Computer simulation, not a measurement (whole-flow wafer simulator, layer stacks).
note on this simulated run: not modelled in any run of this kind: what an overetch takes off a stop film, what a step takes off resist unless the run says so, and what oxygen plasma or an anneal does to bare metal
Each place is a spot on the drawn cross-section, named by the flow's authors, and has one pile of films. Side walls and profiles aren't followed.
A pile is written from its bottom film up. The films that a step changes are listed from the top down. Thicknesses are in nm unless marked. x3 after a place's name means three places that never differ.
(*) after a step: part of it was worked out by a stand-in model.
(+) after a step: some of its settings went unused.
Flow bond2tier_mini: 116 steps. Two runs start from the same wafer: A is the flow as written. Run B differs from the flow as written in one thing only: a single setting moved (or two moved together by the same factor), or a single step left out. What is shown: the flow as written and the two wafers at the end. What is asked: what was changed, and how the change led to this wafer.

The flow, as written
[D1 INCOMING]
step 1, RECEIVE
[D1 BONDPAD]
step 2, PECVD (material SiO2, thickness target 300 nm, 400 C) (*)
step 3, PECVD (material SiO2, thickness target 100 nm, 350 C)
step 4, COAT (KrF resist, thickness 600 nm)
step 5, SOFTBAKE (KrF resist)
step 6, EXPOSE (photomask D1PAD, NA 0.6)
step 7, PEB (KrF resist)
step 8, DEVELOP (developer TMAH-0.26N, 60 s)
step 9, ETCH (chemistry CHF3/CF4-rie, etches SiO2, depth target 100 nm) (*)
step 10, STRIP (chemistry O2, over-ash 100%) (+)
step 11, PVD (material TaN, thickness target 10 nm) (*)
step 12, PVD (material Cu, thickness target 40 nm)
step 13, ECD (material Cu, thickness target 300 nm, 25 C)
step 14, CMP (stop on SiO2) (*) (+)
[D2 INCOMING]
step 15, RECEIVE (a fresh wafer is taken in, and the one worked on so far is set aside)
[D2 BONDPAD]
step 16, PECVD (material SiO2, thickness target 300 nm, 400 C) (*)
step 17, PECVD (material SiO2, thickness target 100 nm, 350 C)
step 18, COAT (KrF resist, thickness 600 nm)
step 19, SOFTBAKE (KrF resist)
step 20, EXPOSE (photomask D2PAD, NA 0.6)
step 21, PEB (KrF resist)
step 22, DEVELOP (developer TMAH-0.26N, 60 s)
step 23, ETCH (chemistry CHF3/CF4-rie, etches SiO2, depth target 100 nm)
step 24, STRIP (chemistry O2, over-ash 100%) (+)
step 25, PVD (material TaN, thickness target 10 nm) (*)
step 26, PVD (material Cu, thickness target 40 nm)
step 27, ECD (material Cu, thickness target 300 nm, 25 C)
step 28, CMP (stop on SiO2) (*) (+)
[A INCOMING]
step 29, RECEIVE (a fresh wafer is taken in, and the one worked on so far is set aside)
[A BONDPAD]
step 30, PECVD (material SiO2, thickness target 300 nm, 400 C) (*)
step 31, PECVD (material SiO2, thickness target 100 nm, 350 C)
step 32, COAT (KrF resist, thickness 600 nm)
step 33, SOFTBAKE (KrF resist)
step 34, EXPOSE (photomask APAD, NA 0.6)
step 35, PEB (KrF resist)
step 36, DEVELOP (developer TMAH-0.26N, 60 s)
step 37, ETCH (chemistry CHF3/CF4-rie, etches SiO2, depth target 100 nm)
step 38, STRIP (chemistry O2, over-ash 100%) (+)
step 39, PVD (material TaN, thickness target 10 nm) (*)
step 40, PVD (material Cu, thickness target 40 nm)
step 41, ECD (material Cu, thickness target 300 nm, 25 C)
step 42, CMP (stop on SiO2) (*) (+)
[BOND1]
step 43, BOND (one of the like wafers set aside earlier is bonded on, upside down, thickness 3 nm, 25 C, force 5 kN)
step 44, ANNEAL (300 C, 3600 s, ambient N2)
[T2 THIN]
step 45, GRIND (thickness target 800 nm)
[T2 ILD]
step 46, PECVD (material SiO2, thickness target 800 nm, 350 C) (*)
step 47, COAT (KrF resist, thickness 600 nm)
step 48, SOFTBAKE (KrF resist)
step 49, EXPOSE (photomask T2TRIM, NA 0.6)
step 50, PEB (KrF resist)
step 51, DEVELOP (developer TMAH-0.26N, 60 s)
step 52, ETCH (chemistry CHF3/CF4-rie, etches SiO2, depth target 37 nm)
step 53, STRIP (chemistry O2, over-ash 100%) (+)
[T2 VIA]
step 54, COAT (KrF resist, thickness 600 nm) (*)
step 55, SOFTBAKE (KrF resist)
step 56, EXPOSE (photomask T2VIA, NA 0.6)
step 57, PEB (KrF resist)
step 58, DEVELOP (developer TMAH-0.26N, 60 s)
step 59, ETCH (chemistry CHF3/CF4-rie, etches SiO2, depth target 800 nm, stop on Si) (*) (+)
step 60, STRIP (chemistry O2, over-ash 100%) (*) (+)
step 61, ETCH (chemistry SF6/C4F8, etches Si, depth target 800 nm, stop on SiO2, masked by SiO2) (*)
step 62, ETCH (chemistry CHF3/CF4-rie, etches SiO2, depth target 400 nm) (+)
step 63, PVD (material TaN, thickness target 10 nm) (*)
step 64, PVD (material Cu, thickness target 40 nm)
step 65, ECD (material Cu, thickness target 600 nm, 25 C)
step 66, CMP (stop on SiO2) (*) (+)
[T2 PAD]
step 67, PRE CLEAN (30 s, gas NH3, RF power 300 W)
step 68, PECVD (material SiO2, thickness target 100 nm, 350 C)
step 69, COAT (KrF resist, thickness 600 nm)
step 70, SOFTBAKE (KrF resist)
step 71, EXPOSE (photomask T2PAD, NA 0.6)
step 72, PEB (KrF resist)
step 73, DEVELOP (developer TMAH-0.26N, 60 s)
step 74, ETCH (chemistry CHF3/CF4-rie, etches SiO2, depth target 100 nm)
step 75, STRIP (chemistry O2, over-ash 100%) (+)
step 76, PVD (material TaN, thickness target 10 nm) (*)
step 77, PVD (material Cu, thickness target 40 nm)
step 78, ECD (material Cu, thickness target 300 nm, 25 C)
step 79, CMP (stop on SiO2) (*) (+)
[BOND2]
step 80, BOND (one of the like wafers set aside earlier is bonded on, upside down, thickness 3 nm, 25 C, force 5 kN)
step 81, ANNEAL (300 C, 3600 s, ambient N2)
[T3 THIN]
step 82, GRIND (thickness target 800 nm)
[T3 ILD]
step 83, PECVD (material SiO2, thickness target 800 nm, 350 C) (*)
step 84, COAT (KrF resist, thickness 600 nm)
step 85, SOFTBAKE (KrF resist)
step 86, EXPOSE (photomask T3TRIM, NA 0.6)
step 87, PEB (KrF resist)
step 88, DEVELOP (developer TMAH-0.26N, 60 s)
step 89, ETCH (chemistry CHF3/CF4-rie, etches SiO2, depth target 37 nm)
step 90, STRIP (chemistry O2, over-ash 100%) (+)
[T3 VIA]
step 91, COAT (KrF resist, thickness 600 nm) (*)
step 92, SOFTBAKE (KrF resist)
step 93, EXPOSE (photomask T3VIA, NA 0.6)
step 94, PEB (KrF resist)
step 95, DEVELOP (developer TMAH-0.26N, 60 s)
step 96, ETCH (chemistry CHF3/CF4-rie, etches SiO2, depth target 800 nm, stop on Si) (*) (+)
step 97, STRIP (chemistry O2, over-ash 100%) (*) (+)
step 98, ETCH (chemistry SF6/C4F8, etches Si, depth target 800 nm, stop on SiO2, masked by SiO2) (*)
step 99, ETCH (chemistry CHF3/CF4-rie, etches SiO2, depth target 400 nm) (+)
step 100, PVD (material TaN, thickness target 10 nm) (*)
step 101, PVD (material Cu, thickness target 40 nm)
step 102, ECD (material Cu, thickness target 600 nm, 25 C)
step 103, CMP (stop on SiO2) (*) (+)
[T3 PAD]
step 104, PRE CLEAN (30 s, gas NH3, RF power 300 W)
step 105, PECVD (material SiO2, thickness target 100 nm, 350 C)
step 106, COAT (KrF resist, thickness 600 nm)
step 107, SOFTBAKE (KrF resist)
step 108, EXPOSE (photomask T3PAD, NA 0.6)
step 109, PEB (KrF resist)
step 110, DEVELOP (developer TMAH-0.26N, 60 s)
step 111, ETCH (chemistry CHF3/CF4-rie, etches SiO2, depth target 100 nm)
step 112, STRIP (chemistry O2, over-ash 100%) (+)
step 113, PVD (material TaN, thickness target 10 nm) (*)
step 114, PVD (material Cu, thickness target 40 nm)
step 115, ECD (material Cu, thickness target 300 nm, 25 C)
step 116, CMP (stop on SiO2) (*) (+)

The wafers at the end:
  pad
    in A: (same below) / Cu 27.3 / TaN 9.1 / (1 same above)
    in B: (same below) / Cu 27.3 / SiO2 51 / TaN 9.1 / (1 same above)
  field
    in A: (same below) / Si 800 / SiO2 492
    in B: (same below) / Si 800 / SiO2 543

Cause: step 105, PECVD: thickness target 151 nm was run, whereas the flow has thickness target 100 nm.

How this came from the change, step by step:
  step 105, PECVD (material SiO2, thickness target 100 nm, 350 C)
      field: A SiO2 gains 100 | B SiO2 gains 151
      pad: A SiO2 gains 100 (new film) | B SiO2 gains 151 (new film)
  step 111, ETCH (chemistry CHF3/CF4-rie, etches SiO2, depth target 100 nm)
      pad: A SiO2 loses 100 (all of it) | B SiO2 loses 100
If metal films that touch count as one body, pad has 4 bodies (between them, from the top down: SiO2 51; SiO2 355 / Si 800 / chemical SiO2 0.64 / SiO2 300; SiO2 355 / Si 800 / chemical SiO2 0.64 / SiO2 300); the flow as written gives 3 bodies (between them, from the top down: SiO2 355 / Si 800 / chemical SiO2 0.64 / SiO2 300; SiO2 355 / Si 800 / chemical SiO2 0.64 / SiO2 300).
